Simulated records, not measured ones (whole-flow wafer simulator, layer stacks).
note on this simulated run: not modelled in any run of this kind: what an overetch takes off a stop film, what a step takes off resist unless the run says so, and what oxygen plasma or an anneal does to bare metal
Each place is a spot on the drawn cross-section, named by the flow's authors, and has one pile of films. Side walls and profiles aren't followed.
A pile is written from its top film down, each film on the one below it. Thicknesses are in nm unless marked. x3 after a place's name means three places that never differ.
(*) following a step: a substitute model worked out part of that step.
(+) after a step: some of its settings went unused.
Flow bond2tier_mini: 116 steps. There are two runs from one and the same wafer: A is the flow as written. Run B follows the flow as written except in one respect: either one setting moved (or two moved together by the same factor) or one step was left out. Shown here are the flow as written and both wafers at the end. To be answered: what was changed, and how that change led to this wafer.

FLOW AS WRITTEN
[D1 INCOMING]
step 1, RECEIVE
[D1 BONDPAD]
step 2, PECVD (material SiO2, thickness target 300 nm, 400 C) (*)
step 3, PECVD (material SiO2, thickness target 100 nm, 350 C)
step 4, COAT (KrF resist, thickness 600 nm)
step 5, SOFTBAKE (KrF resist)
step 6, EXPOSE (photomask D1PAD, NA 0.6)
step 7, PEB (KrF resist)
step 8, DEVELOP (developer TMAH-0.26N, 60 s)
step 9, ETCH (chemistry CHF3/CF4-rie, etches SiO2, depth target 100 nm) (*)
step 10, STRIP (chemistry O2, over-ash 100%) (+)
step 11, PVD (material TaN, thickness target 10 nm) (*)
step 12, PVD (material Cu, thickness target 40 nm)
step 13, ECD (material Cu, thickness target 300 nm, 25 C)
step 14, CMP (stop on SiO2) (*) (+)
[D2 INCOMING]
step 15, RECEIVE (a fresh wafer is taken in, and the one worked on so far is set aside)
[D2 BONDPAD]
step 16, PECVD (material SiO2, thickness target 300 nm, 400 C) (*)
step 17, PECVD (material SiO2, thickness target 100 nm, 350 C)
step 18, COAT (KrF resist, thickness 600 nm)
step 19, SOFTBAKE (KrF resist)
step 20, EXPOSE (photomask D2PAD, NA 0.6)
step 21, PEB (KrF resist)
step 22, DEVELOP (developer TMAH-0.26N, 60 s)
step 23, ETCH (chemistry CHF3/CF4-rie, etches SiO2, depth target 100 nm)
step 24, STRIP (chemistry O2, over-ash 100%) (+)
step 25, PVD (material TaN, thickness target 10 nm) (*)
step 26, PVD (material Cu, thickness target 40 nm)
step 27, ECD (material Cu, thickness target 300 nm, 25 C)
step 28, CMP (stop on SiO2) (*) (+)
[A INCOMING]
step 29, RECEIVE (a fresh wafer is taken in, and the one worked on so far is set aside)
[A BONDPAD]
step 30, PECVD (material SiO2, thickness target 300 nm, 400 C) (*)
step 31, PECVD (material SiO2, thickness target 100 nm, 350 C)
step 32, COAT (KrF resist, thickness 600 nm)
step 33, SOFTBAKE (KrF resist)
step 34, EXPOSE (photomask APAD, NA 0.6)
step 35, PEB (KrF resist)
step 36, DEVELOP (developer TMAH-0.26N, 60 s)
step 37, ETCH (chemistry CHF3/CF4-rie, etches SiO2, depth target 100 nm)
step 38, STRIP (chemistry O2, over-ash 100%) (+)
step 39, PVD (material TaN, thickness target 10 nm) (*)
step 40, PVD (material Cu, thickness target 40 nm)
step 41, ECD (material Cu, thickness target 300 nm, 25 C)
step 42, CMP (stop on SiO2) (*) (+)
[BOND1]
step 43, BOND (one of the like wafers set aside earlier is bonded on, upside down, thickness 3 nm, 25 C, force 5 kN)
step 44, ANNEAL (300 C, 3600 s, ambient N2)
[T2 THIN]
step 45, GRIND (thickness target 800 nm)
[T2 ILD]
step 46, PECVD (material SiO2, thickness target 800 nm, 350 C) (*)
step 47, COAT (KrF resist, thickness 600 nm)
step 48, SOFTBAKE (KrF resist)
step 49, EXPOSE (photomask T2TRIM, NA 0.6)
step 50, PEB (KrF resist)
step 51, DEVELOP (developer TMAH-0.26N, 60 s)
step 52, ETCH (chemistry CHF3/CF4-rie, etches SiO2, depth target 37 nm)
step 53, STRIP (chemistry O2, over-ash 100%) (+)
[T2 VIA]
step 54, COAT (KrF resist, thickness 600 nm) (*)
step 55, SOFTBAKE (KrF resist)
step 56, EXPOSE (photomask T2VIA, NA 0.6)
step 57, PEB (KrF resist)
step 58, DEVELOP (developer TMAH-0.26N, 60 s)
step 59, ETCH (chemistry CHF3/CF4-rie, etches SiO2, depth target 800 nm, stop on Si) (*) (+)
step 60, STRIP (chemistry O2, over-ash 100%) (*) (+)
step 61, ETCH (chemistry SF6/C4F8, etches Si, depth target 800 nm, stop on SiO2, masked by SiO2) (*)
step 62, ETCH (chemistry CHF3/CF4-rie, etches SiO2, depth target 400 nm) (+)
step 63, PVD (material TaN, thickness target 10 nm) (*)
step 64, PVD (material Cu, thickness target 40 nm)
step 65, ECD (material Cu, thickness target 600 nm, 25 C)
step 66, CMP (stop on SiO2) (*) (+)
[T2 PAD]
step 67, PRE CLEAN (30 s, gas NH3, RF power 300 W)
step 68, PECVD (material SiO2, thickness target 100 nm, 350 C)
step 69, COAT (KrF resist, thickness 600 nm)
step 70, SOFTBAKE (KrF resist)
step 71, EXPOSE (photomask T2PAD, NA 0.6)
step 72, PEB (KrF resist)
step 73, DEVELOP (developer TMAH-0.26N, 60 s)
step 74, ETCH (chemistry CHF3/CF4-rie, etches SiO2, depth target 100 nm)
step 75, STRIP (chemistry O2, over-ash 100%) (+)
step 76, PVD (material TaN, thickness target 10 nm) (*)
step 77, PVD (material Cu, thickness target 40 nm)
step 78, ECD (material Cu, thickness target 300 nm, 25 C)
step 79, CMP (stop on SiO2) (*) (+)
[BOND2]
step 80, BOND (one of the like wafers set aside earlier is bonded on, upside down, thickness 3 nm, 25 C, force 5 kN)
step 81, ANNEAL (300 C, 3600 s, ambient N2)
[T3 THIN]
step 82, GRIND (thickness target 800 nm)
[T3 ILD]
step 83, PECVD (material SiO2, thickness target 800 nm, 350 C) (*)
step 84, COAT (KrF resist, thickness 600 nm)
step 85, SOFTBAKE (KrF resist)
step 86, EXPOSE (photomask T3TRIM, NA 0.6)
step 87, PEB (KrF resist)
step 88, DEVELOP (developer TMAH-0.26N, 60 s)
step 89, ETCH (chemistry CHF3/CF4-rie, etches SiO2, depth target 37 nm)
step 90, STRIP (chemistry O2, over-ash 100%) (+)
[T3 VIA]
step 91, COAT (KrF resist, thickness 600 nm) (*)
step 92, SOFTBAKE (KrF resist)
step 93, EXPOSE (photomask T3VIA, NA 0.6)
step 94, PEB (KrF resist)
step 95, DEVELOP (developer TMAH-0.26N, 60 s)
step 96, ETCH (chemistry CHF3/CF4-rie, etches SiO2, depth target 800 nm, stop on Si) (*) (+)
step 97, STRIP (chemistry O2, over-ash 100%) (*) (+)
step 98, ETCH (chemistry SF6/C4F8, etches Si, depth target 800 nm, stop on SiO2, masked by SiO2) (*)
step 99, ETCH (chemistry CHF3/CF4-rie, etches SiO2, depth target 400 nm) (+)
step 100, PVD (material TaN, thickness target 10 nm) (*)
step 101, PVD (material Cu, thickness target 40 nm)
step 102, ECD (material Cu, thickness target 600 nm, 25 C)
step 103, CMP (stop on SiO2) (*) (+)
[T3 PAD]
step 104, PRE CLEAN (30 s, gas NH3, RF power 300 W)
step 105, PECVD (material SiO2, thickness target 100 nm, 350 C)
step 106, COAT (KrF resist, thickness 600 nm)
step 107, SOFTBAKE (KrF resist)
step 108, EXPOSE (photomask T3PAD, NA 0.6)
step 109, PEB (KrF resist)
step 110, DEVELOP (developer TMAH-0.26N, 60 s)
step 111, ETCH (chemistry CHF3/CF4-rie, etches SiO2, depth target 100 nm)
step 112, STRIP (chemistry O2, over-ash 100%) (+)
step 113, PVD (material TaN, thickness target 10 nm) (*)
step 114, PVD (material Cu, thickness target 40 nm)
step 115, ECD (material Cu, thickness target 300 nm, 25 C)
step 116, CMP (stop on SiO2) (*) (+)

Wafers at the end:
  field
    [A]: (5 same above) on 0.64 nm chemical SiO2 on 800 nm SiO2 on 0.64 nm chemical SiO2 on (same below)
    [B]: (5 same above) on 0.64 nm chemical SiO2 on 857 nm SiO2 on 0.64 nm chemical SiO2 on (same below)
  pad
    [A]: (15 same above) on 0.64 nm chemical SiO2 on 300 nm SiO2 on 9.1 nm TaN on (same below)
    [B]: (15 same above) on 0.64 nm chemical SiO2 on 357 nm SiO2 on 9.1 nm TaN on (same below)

What caused this: step 3, PECVD: thickness target 157 nm was run, while the flow as written has thickness target 100 nm.

Step by step, how the change led to this:
  step 3, PECVD (material SiO2, thickness target 100 nm, 350 C)
      field, pad, via: A SiO2 gains 100 | B SiO2 gains 157
  step 43, BOND (one of the like wafers set aside earlier is bonded on, upside down, thickness 3 nm, 25 C, force 5 kN)
      field: A Si gains 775 um (new film), chemical SiO2 gains 0.64 (new film), SiO2 gains 400 | B Si gains 775 um (new film), chemical SiO2 gains 0.64 (new film), SiO2 gains 457
      pad: A Si gains 775 um (new film), chemical SiO2 gains 0.64 (new film), SiO2 gains 300 (new film), TaN gains 9.1 (new film), Cu gains 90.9 | B Si gains 775 um (new film), chemical SiO2 gains 0.64 (new film), SiO2 gains 357 (new film), TaN gains 9.1 (new film), Cu gains 90.9
      (also at 1 further place)
